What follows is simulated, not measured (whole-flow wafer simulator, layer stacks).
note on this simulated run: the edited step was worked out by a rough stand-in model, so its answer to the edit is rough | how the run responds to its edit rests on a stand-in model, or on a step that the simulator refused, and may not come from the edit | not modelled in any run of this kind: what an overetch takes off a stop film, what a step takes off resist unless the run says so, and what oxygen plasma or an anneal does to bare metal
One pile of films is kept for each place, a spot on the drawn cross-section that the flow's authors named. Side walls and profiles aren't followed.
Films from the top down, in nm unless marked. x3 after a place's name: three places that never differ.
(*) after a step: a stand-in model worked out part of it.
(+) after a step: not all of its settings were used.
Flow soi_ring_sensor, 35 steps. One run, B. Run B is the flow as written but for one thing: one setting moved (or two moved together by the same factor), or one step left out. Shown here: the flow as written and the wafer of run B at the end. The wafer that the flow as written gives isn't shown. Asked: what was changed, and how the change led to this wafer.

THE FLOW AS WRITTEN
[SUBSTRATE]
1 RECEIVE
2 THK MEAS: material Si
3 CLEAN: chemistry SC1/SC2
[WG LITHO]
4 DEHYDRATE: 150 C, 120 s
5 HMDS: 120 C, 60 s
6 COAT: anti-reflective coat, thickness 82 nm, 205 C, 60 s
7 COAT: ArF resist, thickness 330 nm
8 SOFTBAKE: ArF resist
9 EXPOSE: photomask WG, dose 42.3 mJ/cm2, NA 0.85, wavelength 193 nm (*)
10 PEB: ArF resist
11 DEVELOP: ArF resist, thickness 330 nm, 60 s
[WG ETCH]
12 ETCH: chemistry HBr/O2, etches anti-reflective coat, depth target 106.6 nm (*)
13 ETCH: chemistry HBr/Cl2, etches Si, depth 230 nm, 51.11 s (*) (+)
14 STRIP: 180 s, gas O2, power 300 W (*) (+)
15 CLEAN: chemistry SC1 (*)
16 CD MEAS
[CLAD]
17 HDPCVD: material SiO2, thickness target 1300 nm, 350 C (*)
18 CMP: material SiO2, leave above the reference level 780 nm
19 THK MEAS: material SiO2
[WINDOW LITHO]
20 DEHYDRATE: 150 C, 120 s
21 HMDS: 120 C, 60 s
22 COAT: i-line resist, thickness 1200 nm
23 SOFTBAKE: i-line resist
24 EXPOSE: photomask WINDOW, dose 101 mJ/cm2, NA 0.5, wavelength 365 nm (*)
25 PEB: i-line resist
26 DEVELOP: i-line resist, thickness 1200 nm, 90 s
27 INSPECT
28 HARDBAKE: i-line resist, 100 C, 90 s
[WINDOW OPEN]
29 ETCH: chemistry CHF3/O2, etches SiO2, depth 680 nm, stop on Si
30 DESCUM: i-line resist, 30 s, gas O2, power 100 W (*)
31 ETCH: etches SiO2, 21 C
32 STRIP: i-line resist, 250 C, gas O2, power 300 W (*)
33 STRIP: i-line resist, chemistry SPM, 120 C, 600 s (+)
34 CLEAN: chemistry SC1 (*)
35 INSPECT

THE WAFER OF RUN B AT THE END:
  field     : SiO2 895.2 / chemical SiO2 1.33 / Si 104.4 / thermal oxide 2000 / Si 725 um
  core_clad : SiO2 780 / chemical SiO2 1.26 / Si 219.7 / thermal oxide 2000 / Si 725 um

The cause: step 13, ETCH: depth 115 nm was run, where the flow has depth 230 nm; step 13, ETCH: 25.55 s was run, where the flow has 51.11 s.

How the change led to this, step by step:
  13 ETCH: chemistry HBr/Cl2, etches Si, depth 230 nm, 51.11 s (*) (+)
      gap, window, field, gap_clad: Si -115 (as written it would be: Si -220 (all of it), thermal oxide -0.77)
      core, core_clad: ArF resist -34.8 (as written it would be: ArF resist -69.7)
  14 STRIP: 180 s, gas O2, power 300 W (*) (+)
      gap, window, field, gap_clad: chemical SiO2 +1.33 (new film), Si -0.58 (as written it would be: nothing)
      core, core_clad: ArF resist -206 (all of it), anti-reflective coat -82 (all of it), chemical SiO2 +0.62, Si -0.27 (as written it would be: ArF resist -171.2 (all of it), anti-reflective coat -82 (all of it), chemical SiO2 +0.63, Si -0.28)
  18 CMP: material SiO2, leave above the reference level 780 nm
      gap, window, field, gap_clad: SiO2 -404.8 (as written it would be: SiO2 -298.2)
